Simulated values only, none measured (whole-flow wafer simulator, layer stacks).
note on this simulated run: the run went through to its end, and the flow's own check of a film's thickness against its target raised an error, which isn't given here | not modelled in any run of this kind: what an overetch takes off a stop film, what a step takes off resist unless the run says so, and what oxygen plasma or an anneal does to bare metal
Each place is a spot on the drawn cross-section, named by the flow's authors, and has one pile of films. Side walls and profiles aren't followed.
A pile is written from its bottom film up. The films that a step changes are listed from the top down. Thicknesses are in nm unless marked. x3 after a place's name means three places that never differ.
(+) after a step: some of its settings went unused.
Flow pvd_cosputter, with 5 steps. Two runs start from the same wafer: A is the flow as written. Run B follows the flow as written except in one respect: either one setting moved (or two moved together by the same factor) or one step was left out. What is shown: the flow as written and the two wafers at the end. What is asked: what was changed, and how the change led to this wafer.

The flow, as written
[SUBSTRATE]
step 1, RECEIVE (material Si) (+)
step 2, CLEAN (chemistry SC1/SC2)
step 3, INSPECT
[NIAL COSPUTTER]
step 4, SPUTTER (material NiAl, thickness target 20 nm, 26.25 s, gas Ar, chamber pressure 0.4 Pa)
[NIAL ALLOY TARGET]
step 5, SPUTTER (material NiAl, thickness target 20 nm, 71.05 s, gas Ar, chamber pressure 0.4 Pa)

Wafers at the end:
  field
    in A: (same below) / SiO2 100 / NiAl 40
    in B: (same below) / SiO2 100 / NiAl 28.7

Cause: step 4, SPUTTER: thickness target 8.7 nm was run, whereas the flow has thickness target 20 nm; step 4, SPUTTER: 11.42 s was run, where the flow has 26.25 s.

How this came from the change, step by step:
  step 4, SPUTTER (material NiAl, thickness target 20 nm, 26.25 s, gas Ar, chamber pressure 0.4 Pa)
      field: A +20 NiAl (new film) | B +8.7 NiAl (new film)
